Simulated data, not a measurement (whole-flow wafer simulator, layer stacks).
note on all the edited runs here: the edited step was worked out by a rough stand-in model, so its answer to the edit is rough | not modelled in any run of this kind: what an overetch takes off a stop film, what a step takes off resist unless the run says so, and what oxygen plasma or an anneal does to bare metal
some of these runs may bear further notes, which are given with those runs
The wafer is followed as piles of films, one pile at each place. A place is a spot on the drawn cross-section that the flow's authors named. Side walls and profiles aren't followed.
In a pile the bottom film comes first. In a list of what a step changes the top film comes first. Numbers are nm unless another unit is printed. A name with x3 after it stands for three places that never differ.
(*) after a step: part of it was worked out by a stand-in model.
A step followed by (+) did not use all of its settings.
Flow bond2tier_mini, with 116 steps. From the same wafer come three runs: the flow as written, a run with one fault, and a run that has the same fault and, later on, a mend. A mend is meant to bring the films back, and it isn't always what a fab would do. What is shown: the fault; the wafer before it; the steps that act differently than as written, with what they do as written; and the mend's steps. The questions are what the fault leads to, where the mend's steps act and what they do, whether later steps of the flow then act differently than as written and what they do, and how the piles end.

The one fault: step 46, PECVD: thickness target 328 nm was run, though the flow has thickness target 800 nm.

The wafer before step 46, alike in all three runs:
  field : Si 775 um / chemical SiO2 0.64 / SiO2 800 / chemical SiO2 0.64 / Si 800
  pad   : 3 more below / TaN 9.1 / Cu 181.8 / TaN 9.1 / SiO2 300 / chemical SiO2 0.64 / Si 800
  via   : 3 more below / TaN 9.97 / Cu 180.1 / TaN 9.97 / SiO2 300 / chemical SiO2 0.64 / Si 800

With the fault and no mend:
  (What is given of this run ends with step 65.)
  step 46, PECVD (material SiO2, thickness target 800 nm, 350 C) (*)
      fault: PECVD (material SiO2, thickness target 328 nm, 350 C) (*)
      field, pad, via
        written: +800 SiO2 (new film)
        fault: +328 SiO2 (new film)
  Steps later in the flow that act otherwise than as written (1 more step, not shown, differs only slightly: by at most 2% or 0.5 nm, whichever is larger):
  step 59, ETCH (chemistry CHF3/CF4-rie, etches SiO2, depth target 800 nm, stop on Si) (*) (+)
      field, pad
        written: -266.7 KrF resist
        fault: -145.5 KrF resist
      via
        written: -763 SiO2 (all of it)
        fault: -291 SiO2 (all of it)
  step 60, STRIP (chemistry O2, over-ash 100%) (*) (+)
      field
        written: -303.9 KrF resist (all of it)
        fault: -425.1 KrF resist (all of it)
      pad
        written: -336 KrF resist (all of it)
        fault: -457.1 KrF resist (all of it)
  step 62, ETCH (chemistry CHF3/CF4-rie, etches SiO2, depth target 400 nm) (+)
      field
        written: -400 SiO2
        fault: -320 SiO2 (all of it), -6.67 Si
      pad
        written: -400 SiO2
        fault: -283 SiO2 (all of it), -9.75 Si
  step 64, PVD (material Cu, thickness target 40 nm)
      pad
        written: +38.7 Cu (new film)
        fault: +40 Cu (new film)
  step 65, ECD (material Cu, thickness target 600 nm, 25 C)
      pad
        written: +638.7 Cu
        fault: +603.1 Cu
  Once step 65 is done, the piles at field, pad depart from the flow's by more than 2% or 0.5 nm, whichever is larger.
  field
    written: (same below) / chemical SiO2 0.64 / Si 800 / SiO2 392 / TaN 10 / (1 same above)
    fault: (same below) / chemical SiO2 0.64 / Si 793.3 / TaN 10 / (1 same above)
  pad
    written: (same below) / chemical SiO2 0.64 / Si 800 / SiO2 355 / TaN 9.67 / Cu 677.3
    fault: (same below) / chemical SiO2 0.64 / Si 790.2 / TaN 10 / Cu 643.1

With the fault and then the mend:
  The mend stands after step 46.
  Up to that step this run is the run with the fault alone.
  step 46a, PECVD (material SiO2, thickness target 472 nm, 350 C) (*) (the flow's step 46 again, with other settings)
      field, pad, via
        +472 SiO2
  Every later step of the flow that is run acts as written at every place that is followed.
  At every place that both follow, the piles at the end match the flow's.
